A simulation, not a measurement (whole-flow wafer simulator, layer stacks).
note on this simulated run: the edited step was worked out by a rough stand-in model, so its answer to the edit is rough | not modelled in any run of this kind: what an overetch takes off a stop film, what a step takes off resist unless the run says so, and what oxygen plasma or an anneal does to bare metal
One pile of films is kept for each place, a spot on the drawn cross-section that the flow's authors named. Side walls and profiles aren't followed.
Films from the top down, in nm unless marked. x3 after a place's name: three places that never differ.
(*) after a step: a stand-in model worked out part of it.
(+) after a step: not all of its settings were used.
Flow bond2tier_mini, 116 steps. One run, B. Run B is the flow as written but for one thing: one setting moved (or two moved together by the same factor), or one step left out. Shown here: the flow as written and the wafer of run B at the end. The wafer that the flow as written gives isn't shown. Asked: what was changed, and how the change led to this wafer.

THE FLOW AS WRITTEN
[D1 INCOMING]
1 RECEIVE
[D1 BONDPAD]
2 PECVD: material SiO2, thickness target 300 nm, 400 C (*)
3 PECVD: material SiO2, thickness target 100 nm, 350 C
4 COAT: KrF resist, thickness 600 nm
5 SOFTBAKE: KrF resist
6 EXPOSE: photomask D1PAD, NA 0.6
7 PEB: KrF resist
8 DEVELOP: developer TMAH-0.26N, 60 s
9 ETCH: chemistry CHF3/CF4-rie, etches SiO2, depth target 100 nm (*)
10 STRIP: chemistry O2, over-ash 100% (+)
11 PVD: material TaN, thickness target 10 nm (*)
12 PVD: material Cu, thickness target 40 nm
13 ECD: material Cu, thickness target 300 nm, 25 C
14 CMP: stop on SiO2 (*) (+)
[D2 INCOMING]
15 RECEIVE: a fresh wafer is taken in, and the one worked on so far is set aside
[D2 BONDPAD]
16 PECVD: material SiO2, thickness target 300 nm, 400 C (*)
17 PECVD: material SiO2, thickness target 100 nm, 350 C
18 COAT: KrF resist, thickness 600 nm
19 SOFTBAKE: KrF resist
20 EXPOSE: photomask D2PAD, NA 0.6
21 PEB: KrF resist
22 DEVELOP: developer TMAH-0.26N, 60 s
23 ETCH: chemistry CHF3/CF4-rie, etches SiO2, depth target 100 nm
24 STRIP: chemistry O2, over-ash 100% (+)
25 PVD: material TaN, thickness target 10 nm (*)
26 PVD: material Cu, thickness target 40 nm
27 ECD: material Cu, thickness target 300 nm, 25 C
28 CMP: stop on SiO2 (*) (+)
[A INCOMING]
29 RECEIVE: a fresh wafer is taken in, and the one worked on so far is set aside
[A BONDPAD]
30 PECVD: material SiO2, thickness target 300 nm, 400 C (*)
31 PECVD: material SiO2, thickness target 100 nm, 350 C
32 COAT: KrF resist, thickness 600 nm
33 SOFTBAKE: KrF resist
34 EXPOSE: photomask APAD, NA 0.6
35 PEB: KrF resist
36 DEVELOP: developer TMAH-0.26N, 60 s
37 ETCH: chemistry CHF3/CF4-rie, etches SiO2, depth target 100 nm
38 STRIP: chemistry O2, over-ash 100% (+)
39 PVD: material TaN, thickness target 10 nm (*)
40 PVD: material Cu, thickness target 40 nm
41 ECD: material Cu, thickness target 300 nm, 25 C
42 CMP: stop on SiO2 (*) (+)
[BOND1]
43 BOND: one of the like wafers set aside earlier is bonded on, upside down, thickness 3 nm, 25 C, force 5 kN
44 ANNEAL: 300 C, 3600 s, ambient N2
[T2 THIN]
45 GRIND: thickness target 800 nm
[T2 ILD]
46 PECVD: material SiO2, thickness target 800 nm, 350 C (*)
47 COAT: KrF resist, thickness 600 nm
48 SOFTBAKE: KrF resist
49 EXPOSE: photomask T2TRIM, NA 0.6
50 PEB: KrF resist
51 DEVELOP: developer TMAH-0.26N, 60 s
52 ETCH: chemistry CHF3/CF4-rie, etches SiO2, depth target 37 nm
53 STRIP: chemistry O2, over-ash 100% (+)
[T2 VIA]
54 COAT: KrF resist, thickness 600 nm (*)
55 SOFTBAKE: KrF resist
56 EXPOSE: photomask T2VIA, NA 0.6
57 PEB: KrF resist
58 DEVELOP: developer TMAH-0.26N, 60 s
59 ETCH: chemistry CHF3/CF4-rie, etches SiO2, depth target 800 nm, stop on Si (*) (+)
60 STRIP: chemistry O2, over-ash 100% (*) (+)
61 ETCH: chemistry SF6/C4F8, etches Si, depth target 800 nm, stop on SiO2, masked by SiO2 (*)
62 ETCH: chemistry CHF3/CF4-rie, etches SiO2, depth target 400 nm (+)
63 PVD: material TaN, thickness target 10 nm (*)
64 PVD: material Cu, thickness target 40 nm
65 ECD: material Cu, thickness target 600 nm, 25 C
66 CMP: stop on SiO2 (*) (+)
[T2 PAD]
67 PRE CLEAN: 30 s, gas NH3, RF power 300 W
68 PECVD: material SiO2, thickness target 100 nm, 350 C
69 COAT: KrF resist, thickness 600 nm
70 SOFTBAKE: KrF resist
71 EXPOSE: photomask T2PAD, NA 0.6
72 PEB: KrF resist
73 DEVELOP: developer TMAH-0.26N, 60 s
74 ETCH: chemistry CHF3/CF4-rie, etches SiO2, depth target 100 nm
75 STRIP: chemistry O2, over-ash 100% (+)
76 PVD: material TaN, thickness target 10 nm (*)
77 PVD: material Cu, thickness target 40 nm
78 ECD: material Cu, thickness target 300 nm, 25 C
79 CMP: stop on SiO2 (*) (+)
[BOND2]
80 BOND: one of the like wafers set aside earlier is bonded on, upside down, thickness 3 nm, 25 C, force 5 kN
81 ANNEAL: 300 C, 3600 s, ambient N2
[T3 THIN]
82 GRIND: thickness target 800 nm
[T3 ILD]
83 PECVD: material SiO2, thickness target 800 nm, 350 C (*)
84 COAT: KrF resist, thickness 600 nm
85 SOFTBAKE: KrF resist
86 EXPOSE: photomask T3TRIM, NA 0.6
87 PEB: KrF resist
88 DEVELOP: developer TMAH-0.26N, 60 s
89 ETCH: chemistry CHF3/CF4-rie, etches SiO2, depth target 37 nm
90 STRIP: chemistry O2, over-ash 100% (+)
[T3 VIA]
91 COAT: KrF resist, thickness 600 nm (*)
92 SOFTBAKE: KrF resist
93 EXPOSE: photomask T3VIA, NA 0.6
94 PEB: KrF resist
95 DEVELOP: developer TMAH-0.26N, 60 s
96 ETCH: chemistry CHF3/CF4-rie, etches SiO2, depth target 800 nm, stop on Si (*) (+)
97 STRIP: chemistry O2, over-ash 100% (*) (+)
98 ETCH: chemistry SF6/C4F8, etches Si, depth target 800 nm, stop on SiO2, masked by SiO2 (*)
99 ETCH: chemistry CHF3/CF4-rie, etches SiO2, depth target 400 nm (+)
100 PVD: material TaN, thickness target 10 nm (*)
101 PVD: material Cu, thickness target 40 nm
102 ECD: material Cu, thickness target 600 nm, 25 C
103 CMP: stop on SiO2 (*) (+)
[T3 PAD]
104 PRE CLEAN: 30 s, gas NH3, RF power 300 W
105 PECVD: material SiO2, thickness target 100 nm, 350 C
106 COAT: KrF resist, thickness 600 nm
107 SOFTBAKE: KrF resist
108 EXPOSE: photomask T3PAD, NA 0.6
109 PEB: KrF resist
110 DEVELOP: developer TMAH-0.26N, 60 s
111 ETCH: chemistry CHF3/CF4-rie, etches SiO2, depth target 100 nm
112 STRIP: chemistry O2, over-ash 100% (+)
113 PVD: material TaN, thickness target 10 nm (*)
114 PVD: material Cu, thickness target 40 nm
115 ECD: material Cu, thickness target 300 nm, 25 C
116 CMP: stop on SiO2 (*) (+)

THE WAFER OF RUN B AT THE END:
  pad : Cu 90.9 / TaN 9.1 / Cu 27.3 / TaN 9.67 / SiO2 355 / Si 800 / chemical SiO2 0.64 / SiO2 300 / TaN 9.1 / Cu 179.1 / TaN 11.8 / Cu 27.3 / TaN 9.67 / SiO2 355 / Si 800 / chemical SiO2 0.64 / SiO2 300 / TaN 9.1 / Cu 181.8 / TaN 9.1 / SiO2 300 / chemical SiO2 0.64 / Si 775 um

The cause: step 76, PVD: thickness target 13 nm was run, where the flow has thickness target 10 nm.

How the change led to this, step by step:
  76 PVD: material TaN, thickness target 10 nm (*)
      field: TaN +13 (new film) (as written it would be: TaN +10 (new film))
      pad: TaN +11.8 (new film) (as written it would be: TaN +9.1 (new film))
  79 CMP: stop on SiO2 (*) (+)
      field: Cu -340 (all of it), TaN -13 (all of it) (as written it would be: Cu -340 (all of it), TaN -10 (all of it))
